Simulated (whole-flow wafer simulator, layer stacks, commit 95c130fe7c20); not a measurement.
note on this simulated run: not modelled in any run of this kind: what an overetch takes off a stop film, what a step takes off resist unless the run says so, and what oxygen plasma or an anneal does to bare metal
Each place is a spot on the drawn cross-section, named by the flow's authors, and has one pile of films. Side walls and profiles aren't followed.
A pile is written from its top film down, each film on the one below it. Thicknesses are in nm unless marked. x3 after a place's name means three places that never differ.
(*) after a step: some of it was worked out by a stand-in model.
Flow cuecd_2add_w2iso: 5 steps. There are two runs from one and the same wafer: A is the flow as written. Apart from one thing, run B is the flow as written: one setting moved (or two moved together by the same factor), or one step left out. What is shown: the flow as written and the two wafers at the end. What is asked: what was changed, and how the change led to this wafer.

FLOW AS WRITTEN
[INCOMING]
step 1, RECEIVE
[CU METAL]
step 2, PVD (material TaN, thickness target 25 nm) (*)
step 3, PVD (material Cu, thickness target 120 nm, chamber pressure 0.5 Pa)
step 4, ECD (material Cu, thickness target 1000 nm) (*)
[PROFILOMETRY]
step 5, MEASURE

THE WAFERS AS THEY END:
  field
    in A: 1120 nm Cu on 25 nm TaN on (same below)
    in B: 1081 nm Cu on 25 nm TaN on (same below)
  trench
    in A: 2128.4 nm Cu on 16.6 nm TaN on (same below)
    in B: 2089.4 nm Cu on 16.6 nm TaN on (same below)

The reason: step 3, PVD: thickness target 81 nm was run, whereas the flow has thickness target 120 nm.

How this came from the change, step by step:
  step 3, PVD (material Cu, thickness target 120 nm, chamber pressure 0.5 Pa)
      field: A Cu gains 120 (new film) | B Cu gains 81 (new film)
      trench: A Cu gains 80.8 (new film) | B Cu gains 54.7 (new film)
